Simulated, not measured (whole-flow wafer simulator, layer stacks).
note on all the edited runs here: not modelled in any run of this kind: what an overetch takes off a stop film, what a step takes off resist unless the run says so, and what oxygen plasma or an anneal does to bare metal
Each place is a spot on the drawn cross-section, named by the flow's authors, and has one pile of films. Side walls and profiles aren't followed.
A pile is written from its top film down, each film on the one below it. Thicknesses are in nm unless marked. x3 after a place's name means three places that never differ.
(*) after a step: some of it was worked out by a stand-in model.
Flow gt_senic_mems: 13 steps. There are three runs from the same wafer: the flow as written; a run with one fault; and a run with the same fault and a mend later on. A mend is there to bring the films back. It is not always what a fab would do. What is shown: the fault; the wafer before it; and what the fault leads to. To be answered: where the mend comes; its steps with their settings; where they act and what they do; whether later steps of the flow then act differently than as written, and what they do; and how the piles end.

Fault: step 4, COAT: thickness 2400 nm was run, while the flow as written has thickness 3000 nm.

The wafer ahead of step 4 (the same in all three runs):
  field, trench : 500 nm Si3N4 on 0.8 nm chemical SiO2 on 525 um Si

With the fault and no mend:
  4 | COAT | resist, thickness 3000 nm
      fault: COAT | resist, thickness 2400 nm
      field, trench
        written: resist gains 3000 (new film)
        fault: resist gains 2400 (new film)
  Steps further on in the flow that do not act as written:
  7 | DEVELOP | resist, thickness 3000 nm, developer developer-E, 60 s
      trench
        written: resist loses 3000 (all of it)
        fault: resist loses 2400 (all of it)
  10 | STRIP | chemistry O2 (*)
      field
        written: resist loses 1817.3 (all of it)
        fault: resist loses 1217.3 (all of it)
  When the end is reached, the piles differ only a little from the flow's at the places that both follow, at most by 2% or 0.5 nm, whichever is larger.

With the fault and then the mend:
  After step 7 comes the mend.
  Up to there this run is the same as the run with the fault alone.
  7a | STRIP | chemistry O2 (*)
      field
        resist loses 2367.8 (all of it)
  7b | HMDS (the flow's step 3 again)
      does not change any film at any place that is followed
  7c | COAT | resist, thickness 3000 nm (the flow's step 4 again)
      field, trench
        resist gains 3000 (new film)
  7d | SOFTBAKE | resist (the flow's step 5 again)
      does not change any film at any place that is followed
  7e | EXPOSE | photomask DEVICE, dose 108.9 mJ/cm2, wavelength 405 nm (*) (the flow's step 6 again)
      does not change any film at any place that is followed
  7f | DEVELOP | resist, developer developer-E, 60 s (the flow's step 7 again, with other settings)
      field
        resist loses 32.2
      trench
        resist loses 3000 (all of it)
  Later steps of the flow that are run all act as written at every place that is followed.
  By the end, the piles equal the flow's at every place that both follow.
